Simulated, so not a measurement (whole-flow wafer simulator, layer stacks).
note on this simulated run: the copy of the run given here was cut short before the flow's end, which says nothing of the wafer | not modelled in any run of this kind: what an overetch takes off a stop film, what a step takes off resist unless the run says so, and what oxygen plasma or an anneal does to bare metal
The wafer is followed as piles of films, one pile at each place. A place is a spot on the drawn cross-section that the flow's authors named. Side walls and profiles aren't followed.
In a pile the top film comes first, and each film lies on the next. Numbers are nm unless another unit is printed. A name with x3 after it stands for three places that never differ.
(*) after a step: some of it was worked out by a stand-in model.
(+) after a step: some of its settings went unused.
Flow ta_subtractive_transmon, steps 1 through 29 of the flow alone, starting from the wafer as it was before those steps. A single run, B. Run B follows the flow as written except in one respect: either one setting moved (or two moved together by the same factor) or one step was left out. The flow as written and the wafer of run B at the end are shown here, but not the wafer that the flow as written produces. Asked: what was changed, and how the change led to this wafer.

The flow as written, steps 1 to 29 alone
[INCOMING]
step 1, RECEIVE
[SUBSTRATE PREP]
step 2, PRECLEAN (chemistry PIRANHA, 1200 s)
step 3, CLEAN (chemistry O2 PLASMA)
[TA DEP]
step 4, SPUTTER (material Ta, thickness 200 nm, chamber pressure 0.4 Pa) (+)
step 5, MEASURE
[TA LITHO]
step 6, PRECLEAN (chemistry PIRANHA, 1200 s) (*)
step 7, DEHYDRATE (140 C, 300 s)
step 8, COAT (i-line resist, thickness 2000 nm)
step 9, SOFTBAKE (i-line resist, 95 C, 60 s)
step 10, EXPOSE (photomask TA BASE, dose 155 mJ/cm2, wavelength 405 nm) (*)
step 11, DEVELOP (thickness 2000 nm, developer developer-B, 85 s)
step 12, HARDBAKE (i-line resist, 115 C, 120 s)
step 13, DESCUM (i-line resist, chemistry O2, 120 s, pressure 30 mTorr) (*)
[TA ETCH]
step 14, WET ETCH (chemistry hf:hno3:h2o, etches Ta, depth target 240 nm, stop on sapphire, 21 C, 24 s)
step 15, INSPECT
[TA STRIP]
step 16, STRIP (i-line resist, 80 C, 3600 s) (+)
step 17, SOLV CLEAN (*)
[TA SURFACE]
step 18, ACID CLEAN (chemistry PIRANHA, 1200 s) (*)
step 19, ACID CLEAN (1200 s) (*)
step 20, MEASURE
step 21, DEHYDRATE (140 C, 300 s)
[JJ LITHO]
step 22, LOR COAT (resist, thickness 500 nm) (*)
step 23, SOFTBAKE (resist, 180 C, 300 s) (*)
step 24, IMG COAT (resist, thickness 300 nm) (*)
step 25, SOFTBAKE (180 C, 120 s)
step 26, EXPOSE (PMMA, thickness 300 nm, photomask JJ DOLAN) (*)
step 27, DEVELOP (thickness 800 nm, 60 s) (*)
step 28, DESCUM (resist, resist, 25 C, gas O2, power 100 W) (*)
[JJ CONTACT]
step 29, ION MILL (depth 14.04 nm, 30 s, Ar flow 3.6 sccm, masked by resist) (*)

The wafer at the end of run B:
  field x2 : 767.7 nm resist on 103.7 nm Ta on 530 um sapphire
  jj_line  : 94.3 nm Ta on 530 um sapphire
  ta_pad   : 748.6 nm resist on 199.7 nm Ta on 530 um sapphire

What caused this: step 14, WET ETCH: depth target 96 nm was run, though the flow has depth target 240 nm; step 14, WET ETCH: 9.6 s was run, where the flow has 24 s.

How this came from the change, step by step:
  step 14, WET ETCH (chemistry hf:hno3:h2o, etches Ta, depth target 240 nm, stop on sapphire, 21 C, 24 s)
      field x2, jj_line, lead: Ta loses 96 (in the flow as written it would be: Ta loses 200 (all of it))
  step 22, LOR COAT (resist, thickness 500 nm) (*)
      lead: resist gains 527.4 (new film) (in the flow as written it would be: resist gains 554.8 (new film))
      ta_contact: resist gains 471.7 (new film) (in the flow as written it would be: resist gains 443.8 (new film))
  step 24, IMG COAT (resist, thickness 300 nm) (*)
      lead: resist gains 306 (in the flow as written it would be: resist gains 312.6)
      ta_contact: resist gains 294.1 (in the flow as written it would be: resist gains 287.4)
      (and at 1 other place as well)
  step 27, DEVELOP (thickness 800 nm, 60 s) (*)
      lead: resist loses 833.4 (all of it) (in the flow as written it would be: resist loses 867.4 (all of it))
      ta_contact: resist loses 765.8 (all of it) (in the flow as written it would be: resist loses 731.2 (all of it))
  step 29, ION MILL (depth 14.04 nm, 30 s, Ar flow 3.6 sccm, masked by resist) (*)
      jj_line, lead: Ta loses 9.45 (in the flow as written it would be: sapphire loses 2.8)
Taking metal films that touch as one body, field x2 has 1 body; the flow as written gives 0 bodies.
Taking metal films that touch as one body, jj_line has 1 body; the flow as written gives 0 bodies.
